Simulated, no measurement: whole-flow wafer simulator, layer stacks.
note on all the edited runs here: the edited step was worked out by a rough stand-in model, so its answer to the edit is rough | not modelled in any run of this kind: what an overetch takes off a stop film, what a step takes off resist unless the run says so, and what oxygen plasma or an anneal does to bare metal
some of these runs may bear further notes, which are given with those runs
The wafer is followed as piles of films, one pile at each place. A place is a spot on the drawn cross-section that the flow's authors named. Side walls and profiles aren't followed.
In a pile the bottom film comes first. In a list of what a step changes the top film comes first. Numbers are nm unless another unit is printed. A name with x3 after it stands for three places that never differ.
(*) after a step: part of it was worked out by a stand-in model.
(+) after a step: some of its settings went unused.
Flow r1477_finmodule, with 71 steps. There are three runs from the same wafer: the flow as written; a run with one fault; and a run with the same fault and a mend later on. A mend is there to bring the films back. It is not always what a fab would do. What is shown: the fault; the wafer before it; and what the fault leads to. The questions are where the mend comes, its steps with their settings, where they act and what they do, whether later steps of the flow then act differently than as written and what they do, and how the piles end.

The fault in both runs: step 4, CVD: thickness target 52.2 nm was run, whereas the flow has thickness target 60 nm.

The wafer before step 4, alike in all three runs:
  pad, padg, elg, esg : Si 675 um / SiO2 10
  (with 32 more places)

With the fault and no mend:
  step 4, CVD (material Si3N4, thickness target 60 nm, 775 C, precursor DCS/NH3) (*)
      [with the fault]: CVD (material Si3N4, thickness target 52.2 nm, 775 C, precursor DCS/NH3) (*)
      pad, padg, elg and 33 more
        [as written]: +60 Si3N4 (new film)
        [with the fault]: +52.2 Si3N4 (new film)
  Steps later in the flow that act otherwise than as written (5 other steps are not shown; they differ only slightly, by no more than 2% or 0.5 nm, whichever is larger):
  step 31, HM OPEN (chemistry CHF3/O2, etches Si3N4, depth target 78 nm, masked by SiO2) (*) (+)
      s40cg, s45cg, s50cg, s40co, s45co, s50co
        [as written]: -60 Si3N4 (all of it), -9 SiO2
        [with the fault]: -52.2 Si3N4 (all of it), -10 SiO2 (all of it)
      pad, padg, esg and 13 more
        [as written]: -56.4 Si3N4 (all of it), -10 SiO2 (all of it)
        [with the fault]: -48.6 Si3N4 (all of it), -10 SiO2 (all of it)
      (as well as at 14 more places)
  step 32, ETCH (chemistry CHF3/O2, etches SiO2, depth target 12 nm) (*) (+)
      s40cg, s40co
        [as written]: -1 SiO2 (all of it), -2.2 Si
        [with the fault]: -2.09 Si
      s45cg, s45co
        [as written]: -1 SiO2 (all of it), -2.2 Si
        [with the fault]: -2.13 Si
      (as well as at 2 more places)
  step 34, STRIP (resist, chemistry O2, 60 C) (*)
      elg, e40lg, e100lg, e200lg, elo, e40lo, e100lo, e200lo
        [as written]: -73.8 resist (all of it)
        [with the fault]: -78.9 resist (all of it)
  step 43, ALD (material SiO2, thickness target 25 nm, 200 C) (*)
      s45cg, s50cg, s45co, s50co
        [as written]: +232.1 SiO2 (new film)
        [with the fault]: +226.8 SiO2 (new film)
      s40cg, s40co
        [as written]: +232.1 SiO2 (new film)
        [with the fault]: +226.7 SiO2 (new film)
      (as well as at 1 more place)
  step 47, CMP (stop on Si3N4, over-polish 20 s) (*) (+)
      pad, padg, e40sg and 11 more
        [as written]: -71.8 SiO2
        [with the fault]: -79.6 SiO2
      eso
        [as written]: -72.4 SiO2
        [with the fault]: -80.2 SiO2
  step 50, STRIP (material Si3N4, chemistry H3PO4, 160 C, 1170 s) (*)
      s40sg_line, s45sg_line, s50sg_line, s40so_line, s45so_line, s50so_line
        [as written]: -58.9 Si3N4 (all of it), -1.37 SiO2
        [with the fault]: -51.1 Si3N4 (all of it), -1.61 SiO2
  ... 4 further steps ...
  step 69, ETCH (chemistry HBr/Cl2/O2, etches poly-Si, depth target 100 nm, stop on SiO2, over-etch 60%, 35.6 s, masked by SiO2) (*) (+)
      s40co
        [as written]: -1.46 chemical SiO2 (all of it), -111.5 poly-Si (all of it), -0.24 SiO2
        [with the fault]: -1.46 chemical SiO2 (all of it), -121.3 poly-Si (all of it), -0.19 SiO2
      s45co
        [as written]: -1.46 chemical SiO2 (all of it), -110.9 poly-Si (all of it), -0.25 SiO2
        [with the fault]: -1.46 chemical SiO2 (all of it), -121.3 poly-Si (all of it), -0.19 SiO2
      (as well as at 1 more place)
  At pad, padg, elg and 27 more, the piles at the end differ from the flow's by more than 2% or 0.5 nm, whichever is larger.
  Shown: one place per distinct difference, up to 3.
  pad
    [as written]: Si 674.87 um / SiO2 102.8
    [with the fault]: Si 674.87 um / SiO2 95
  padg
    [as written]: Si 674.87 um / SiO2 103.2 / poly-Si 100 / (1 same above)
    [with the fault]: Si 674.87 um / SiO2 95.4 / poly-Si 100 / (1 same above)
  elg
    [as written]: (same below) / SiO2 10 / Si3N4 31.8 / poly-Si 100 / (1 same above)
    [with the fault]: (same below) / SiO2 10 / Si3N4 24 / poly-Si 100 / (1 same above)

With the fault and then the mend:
  The mend follows step 5.
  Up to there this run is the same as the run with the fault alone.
  step 5a, CVD (material Si3N4, thickness target 7.8 nm, 775 C, precursor DCS/NH3) (*) (the flow's step 4 again, with other settings)
      pad, padg, elg and 33 more
        +7.8 Si3N4
  None of the later steps of the flow acts differently than as written at any place that is followed.
  At every place that both follow, the piles at the end match the flow's.
